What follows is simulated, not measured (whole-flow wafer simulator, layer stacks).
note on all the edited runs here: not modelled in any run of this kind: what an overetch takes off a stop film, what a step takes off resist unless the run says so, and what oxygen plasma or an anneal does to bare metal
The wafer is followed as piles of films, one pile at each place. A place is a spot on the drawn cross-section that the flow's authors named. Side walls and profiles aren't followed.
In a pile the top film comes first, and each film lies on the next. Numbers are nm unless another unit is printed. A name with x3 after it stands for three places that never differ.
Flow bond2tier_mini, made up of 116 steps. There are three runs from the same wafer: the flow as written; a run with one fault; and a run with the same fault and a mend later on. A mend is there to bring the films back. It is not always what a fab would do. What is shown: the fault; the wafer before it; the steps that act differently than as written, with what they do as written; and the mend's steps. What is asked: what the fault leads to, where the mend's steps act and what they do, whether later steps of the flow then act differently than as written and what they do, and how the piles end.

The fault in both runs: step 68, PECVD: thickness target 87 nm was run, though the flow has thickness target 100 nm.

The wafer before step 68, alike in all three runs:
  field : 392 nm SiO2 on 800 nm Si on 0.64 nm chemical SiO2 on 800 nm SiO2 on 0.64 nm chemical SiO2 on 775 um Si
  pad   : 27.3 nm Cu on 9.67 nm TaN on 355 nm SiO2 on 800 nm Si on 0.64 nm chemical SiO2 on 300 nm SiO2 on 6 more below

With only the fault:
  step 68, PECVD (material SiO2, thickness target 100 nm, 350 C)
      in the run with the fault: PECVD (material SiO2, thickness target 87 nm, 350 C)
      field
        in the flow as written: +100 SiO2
        in the run with the fault: +87 SiO2
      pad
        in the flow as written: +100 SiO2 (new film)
        in the run with the fault: +87 SiO2 (new film)
  Steps later in the flow that act otherwise than as written (2 more steps, not shown, differ only slightly: by at most 2% or 0.5 nm, whichever is larger):
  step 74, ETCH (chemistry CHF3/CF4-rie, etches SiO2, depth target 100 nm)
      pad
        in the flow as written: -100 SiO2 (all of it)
        in the run with the fault: -87 SiO2 (all of it), -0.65 Cu
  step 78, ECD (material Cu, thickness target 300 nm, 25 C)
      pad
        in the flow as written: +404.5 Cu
        in the run with the fault: +391.6 Cu
  The piles end different from the flow's at pad by more than 2% or 0.5 nm, whichever is larger.
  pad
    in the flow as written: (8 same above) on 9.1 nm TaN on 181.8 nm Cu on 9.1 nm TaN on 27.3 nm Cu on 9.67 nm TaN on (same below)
    in the run with the fault: (8 same above) on 9.1 nm TaN on 169.3 nm Cu on 9.25 nm TaN on 26.7 nm Cu on 9.67 nm TaN on (same below)

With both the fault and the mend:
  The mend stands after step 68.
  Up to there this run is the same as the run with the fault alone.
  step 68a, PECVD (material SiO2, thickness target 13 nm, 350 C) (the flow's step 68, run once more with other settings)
      field, pad
        +13 SiO2
  None of the later steps of the flow acts differently than as written at any place that is followed.
  At every place that both follow, the piles at the end match the flow's.
